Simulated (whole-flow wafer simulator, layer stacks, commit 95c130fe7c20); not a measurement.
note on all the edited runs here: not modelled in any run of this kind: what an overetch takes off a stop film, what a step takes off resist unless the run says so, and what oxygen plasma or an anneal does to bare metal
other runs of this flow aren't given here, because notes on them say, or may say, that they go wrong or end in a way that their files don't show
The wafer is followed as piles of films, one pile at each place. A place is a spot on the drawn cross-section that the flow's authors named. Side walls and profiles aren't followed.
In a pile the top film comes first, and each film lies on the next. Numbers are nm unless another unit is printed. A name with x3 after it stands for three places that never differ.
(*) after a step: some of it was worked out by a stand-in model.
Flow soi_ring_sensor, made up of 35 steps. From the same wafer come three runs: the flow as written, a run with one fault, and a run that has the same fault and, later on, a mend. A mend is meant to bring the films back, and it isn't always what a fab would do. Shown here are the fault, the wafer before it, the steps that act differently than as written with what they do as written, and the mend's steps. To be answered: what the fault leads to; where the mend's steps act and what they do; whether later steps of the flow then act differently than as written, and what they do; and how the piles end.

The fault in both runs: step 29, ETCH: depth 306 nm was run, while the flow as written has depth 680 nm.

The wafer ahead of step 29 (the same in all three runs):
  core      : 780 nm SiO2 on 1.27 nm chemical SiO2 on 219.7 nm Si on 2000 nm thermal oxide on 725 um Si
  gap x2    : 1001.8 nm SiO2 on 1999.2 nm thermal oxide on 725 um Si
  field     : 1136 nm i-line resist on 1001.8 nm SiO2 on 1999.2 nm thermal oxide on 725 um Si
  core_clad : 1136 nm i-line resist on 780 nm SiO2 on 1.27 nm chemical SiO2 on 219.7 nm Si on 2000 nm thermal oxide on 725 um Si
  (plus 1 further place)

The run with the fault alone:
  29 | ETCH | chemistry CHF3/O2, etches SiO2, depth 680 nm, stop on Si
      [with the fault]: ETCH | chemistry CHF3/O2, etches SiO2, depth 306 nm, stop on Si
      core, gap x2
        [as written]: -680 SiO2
        [with the fault]: -306 SiO2
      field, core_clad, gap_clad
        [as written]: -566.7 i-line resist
        [with the fault]: -255 i-line resist
  Later steps of the flow acting differently than as written:
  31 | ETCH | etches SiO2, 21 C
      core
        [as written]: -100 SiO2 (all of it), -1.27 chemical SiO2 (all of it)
        [with the fault]: -462 SiO2
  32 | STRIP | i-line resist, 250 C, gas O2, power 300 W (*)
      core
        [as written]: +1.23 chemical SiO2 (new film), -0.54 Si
        [with the fault]: nothing
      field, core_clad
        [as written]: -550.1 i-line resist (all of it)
        [with the fault]: -861.7 i-line resist (all of it)
  By the end, the piles at core depart from the flow's by more than 2% or 0.5 nm, whichever is larger.
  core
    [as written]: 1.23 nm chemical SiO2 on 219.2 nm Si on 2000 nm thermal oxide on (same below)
    [with the fault]: 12 nm SiO2 on 1.27 nm chemical SiO2 on 219.7 nm Si on 2000 nm thermal oxide on (same below)

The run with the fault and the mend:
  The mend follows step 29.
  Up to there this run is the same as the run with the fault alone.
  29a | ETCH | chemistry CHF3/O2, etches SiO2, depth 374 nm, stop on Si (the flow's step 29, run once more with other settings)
      core, gap x2
        -374 SiO2
      field, core_clad, gap_clad
        -311.7 i-line resist
  None of the later steps of the flow acts differently than as written at any place that is followed.
  By the end, the piles equal the flow's at every place that both follow.
